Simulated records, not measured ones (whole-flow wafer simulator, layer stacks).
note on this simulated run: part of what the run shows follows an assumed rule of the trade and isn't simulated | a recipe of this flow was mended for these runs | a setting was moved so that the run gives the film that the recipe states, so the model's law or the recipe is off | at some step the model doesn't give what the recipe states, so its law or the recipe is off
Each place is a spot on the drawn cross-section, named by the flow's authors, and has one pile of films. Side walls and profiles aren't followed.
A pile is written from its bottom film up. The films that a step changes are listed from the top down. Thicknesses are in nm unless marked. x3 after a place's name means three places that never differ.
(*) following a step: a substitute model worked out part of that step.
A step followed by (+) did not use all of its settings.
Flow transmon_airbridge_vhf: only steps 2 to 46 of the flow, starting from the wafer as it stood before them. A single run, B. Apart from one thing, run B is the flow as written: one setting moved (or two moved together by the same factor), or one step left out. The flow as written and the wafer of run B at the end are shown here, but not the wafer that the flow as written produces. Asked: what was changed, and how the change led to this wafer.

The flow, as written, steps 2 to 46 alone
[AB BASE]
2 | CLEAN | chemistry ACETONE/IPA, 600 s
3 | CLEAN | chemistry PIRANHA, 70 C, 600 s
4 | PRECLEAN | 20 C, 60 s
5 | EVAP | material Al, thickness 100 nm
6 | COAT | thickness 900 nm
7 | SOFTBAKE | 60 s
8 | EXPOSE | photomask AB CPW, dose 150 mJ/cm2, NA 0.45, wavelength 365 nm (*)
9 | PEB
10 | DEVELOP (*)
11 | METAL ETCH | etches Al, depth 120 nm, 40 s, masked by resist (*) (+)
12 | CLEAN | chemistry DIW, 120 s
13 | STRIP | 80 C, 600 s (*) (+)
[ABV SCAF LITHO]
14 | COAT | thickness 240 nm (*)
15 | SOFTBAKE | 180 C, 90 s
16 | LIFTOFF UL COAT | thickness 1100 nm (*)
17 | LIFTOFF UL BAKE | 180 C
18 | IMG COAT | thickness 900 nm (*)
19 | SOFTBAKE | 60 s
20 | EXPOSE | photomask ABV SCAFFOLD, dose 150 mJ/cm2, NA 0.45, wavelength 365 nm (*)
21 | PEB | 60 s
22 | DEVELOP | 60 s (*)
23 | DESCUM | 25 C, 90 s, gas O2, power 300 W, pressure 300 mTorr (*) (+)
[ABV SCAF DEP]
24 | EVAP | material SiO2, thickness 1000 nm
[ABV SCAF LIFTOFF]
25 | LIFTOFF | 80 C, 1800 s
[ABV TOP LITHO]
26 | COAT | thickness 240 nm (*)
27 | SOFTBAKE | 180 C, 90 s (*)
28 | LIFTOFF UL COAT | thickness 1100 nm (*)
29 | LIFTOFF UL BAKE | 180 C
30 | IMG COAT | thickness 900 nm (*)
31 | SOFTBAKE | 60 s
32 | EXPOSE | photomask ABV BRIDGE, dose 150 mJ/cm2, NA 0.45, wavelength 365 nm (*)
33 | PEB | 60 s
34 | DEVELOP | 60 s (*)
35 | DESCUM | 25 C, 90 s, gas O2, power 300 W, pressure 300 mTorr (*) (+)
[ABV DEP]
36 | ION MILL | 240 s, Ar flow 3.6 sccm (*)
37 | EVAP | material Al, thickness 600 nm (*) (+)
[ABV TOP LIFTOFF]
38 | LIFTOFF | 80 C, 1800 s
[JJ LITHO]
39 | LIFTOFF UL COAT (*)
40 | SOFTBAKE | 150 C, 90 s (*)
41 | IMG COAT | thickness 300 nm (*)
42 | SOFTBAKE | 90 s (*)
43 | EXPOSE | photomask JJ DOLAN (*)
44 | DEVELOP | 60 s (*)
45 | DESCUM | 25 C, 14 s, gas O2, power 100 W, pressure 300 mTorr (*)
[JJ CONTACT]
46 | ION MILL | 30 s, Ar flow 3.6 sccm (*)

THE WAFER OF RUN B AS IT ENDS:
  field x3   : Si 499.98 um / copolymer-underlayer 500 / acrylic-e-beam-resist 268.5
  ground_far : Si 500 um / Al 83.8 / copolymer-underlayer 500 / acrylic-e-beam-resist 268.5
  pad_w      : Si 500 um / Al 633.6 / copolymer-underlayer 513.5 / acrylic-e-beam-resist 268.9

What caused this: step 5, EVAP: thickness 83.8 nm was run, while the flow as written has thickness 100 nm.
One can read it off the wafer: ground_far has Al 83.8, and step 5 as written asks for 100 nm.

Step by step, how the change led to this:
  5 | EVAP | material Al, thickness 100 nm
      field x3, jj_line, ground_far and 12 more: Al gains 83.8 (new film) (in the flow as written it would be: Al gains 100 (new film))
  11 | METAL ETCH | etches Al, depth 120 nm, 40 s, masked by resist (*) (+)
      field x3, jj_line, gap_w, gap_e: Al loses 70.5 (all of it), Si loses 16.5 (in the flow as written it would be: Al loses 86.7 (all of it), Si loses 11.1)
